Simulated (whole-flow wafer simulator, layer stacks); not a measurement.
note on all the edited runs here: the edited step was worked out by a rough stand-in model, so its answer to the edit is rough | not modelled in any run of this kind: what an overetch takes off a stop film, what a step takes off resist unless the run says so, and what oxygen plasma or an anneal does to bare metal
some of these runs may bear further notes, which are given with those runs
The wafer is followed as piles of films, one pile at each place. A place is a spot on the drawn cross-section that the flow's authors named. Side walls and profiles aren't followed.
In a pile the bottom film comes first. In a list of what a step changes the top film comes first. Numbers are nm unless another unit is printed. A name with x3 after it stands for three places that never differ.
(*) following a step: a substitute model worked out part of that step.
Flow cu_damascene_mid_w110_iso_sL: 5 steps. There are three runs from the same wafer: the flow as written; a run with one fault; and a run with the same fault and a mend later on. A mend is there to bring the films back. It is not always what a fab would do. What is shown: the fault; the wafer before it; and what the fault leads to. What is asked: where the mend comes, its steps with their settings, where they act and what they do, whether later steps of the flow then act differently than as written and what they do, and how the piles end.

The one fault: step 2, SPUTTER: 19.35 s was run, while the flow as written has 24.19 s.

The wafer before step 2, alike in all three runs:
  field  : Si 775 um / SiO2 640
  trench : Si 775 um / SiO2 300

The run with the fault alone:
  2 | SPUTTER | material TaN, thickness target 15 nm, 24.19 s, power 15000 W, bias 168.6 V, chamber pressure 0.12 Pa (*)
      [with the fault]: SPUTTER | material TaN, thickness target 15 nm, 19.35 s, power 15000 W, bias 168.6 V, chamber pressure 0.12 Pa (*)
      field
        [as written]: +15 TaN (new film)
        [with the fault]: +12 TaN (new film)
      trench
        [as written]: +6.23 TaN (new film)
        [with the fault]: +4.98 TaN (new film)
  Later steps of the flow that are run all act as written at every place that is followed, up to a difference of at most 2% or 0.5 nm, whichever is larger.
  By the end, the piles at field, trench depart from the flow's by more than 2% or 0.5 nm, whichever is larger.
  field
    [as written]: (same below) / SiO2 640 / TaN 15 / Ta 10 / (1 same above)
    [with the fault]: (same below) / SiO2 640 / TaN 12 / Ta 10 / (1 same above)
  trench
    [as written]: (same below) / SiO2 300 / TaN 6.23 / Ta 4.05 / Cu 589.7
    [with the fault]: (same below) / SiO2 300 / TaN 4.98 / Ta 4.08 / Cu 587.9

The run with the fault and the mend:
  The mend stands after step 2.
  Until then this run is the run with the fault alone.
  2a | SPUTTER | material TaN, thickness target 15 nm, 4.84 s, power 15000 W, bias 168.6 V, chamber pressure 0.12 Pa (*) (a further turn of the flow's step 2, with different settings)
      field
        +3 TaN
      trench
        +1.2 TaN
  Later steps of the flow that are run all act as written at every place that is followed.
  The piles end only slightly different from the flow's at the places that both follow, by no more than 2% or 0.5 nm, whichever is larger.
